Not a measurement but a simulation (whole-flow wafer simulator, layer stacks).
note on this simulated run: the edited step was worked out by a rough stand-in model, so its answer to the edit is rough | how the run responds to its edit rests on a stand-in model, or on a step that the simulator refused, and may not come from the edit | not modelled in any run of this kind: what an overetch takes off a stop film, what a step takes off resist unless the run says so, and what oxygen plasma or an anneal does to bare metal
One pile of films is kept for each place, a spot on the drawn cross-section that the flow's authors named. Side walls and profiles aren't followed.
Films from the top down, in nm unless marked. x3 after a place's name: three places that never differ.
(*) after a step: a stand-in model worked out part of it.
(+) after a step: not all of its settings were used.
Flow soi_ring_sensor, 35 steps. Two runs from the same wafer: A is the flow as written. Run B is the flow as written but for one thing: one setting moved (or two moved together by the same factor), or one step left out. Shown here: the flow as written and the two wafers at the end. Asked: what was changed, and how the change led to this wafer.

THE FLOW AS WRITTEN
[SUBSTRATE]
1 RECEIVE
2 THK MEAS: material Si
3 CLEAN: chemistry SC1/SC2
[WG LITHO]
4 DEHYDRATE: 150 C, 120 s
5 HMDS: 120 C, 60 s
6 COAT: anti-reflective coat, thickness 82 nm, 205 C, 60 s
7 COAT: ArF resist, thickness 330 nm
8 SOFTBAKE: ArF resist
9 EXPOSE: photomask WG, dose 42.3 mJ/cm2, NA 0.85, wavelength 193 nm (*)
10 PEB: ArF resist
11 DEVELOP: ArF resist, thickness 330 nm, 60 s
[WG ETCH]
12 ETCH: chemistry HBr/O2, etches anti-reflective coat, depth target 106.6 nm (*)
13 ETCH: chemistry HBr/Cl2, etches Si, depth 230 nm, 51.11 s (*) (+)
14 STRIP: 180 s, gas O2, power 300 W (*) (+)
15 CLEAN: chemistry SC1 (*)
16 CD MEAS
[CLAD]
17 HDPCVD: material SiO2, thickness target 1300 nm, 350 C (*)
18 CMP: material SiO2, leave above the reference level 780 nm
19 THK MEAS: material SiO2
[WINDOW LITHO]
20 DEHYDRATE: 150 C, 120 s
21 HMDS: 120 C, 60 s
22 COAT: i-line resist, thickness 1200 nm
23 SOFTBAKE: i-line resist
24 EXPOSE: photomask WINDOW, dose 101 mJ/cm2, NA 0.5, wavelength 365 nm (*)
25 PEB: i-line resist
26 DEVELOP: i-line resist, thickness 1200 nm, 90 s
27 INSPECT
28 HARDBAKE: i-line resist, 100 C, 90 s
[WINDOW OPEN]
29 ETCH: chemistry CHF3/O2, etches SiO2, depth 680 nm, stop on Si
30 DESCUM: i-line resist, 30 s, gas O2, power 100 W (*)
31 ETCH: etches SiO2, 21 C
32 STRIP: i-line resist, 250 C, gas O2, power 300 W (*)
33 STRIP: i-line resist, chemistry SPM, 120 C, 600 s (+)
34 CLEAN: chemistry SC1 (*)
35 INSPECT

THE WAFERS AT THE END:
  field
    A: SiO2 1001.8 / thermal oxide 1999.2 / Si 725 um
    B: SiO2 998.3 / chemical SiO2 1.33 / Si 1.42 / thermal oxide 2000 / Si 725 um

The cause: step 13, ETCH: depth 218 nm was run, where the flow has depth 230 nm; step 13, ETCH: 48.55 s was run, where the flow has 51.11 s.

How the change led to this, step by step:
  13 ETCH: chemistry HBr/Cl2, etches Si, depth 230 nm, 51.11 s (*) (+)
      gap, window, field, gap_clad: A Si -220 (all of it), thermal oxide -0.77 | B Si -218
      core, core_clad: A ArF resist -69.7 | B ArF resist -66.2
  14 STRIP: 180 s, gas O2, power 300 W (*) (+)
      gap, window, field, gap_clad: A nothing | B chemical SiO2 +1.33 (new film), Si -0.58
      core, core_clad: A ArF resist -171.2 (all of it), anti-reflective coat -82 (all of it), chemical SiO2 +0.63, Si -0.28 | B ArF resist -174.7 (all of it), anti-reflective coat -82 (all of it), chemical SiO2 +0.63, Si -0.28
